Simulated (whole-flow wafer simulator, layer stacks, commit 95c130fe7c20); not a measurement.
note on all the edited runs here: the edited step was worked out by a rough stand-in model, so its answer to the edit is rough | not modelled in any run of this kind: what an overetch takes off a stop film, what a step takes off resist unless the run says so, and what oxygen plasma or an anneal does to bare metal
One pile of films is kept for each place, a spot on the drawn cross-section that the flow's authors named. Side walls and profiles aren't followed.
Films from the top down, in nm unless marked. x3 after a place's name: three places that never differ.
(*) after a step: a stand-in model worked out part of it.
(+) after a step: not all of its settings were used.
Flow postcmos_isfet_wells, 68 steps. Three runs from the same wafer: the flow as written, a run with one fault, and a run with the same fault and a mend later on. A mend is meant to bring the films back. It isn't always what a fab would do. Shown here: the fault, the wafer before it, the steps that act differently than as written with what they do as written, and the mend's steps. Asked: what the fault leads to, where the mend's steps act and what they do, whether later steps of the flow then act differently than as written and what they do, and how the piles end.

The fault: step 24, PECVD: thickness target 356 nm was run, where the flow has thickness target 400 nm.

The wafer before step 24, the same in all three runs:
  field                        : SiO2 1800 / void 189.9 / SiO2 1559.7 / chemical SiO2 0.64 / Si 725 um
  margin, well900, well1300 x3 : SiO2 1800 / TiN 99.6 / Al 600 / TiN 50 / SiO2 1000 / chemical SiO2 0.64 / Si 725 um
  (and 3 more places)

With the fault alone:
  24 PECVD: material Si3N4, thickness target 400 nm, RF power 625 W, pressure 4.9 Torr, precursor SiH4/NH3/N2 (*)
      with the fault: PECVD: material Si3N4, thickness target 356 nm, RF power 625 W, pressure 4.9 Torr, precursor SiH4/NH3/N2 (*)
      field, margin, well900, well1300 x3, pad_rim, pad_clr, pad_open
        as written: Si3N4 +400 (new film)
        with the fault: Si3N4 +356 (new film)
  Later steps of the flow that act differently than as written (7 more steps differ only slightly, by at most 2% or 0.5 nm, whichever is larger, and aren't shown):
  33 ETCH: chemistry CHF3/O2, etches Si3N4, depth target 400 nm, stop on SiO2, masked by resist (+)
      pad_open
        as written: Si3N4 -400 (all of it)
        with the fault: Si3N4 -356 (all of it)
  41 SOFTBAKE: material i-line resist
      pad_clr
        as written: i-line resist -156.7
        with the fault: i-line resist -152.3
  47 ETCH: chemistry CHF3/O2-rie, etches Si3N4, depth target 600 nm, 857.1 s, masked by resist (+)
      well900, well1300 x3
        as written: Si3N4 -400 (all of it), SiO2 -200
        with the fault: Si3N4 -356 (all of it), SiO2 -244
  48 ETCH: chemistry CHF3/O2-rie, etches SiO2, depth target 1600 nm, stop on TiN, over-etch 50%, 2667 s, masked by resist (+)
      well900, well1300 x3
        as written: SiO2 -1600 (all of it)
        with the fault: SiO2 -1556 (all of it)
  At the end the piles differ from the flow's by more than 2% or 0.5 nm, whichever is larger, at field, margin, pad_rim, pad_clr.
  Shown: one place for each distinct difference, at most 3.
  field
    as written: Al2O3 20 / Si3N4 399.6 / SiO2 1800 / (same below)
    with the fault: Al2O3 20 / Si3N4 355.6 / SiO2 1800 / (same below)
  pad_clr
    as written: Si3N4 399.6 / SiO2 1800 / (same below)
    with the fault: Si3N4 355.6 / SiO2 1800 / (same below)

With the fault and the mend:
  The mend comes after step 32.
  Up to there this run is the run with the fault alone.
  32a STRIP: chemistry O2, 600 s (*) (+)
      field, margin, well900, well1300 x3, pad_rim, pad_clr
        KrF resist -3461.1 (all of it)
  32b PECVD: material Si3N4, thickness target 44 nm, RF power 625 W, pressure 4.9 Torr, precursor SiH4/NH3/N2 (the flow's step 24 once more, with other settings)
      field, margin, well900, well1300 x3, pad_rim, pad_clr, pad_open
        Si3N4 +44
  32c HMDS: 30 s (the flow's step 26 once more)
      changes no film at any place that is followed
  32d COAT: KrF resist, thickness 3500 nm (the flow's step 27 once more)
      field, margin, well900, well1300 x3, pad_rim, pad_clr, pad_open
        KrF resist +3500 (new film)
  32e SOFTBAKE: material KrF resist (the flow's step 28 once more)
      changes no film at any place that is followed
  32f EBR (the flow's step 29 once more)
      changes no film at any place that is followed
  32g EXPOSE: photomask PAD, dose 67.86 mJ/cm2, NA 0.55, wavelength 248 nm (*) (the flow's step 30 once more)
      changes no film at any place that is followed
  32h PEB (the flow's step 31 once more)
      field, margin, well900, well1300 x3, pad_rim, pad_clr, pad_open
        KrF resist -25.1
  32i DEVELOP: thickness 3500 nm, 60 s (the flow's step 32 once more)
      field, margin, well900, well1300 x3, pad_rim, pad_clr
        KrF resist -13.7
      pad_open
        KrF resist -3474.9 (all of it)
  No later step of the flow acts differently than as written at any place that is followed.
  At the end the piles are the same as the flow's at every place that both follow.
